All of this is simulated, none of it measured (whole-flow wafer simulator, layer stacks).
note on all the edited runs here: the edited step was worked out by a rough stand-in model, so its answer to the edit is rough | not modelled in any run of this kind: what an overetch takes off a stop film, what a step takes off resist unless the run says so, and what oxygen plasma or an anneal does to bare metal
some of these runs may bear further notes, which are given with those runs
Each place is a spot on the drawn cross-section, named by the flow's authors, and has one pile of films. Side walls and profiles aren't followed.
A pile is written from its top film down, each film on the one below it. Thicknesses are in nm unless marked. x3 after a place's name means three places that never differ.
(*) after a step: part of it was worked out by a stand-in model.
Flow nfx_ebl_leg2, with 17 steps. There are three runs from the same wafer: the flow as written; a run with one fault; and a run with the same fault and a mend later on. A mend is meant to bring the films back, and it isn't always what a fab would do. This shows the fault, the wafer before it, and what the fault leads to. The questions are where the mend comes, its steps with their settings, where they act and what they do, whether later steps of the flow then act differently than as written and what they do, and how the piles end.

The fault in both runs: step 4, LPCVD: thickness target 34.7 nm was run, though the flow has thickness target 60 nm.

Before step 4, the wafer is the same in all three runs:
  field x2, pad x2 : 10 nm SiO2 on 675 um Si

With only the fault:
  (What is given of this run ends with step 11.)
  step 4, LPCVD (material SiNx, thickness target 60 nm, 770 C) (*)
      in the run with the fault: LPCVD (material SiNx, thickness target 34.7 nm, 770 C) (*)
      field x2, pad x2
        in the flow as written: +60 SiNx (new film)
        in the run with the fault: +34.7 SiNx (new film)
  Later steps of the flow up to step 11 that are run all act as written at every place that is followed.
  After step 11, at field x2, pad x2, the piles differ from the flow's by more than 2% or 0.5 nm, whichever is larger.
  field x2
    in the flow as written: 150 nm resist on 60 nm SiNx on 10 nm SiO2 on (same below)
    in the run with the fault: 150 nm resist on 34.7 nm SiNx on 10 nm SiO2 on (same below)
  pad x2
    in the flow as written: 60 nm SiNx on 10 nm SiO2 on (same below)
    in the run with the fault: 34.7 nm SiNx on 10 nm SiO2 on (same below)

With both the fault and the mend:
  After step 11 comes the mend.
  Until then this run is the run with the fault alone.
  step 11a, STRIP (resist, chemistry O2, 25 C) (*)
      field x2
        -150 resist (all of it)
  step 11b, CLEAN (chemistry SC1/SC2) (*) (the flow's step 2, run once more)
      alters no film at any place that is followed
  step 11c, LPCVD (material SiNx, thickness target 25.3 nm, 770 C) (*) (the flow's step 4, run once more with other settings)
      field x2, pad x2
        +25.3 SiNx
  step 11d, DEHYDRATE (180 C, 120 s) (the flow's step 6, run once more)
      alters no film at any place that is followed
  step 11e, COAT (resist, thickness 150 nm) (the flow's step 7, run once more)
      field x2, pad x2
        +150 resist (new film)
  step 11f, SOFTBAKE (resist, 150 C, 60 s) (the flow's step 8, run once more)
      alters no film at any place that is followed
  step 11g, EXPOSE (PMMA, thickness 150 nm, photomask GRATING) (*) (the flow's step 9, run once more)
      alters no film at any place that is followed
  step 11h, DEVELOP (resist, thickness 150 nm, developer developer-C-546, 60 s) (*) (the flow's step 10, run once more)
      pad x2
        -150 resist (all of it)
  Later steps of the flow that are run all act as written at every place that is followed.
  The piles end the same as the flow's at every place that both follow.
